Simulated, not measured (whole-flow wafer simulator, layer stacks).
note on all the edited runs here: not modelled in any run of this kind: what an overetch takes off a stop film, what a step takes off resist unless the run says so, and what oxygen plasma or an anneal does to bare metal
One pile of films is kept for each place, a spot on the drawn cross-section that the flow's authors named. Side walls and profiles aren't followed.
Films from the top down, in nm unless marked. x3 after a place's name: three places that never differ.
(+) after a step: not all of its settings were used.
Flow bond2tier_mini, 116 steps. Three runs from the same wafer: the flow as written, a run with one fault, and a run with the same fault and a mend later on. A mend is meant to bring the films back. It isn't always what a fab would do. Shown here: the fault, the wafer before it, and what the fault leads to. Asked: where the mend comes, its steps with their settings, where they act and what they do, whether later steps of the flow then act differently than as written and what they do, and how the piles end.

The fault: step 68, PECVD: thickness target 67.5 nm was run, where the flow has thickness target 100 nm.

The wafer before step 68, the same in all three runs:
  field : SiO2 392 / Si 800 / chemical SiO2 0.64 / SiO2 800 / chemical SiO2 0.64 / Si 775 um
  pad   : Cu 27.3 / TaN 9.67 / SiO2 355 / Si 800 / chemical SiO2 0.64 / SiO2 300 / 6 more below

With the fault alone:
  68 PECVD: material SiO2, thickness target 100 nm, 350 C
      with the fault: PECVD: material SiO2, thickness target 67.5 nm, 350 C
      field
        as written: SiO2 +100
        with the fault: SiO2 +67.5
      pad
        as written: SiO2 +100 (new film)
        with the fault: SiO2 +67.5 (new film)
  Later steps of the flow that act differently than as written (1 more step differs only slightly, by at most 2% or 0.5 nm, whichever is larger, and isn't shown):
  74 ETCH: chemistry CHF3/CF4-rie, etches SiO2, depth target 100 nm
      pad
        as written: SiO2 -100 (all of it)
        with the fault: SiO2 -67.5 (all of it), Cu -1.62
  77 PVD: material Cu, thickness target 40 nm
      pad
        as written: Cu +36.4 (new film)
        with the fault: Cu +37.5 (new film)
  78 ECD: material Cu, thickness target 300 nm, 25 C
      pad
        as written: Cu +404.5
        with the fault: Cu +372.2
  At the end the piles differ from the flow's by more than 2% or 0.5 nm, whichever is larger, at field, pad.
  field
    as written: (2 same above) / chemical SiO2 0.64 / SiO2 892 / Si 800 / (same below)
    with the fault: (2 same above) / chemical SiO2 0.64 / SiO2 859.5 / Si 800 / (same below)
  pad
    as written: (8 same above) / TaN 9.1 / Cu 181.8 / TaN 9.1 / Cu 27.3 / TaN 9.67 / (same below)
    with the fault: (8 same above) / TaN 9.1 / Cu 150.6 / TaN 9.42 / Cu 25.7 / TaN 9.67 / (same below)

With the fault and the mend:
  The mend comes after step 73.
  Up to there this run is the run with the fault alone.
  73a STRIP: chemistry O2, over-ash 100% (+)
      field
        KrF resist -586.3 (all of it)
  73b PECVD: material SiO2, thickness target 32.5 nm, 350 C (the flow's step 68 once more, with other settings)
      field, pad
        SiO2 +32.5
  73c COAT: KrF resist, thickness 600 nm (the flow's step 69 once more)
      field, pad
        KrF resist +600 (new film)
  73d SOFTBAKE: KrF resist (the flow's step 70 once more)
      changes no film at any place that is followed
  73e EXPOSE: photomask T2PAD, NA 0.6 (the flow's step 71 once more)
      changes no film at any place that is followed
  73f PEB: KrF resist (the flow's step 72 once more)
      changes no film at any place that is followed
  73g DEVELOP: developer TMAH-0.26N, 60 s (the flow's step 73 once more)
      field
        KrF resist -13.7
      pad
        KrF resist -600 (all of it)
  No later step of the flow acts differently than as written at any place that is followed.
  At the end the piles are the same as the flow's at every place that both follow.
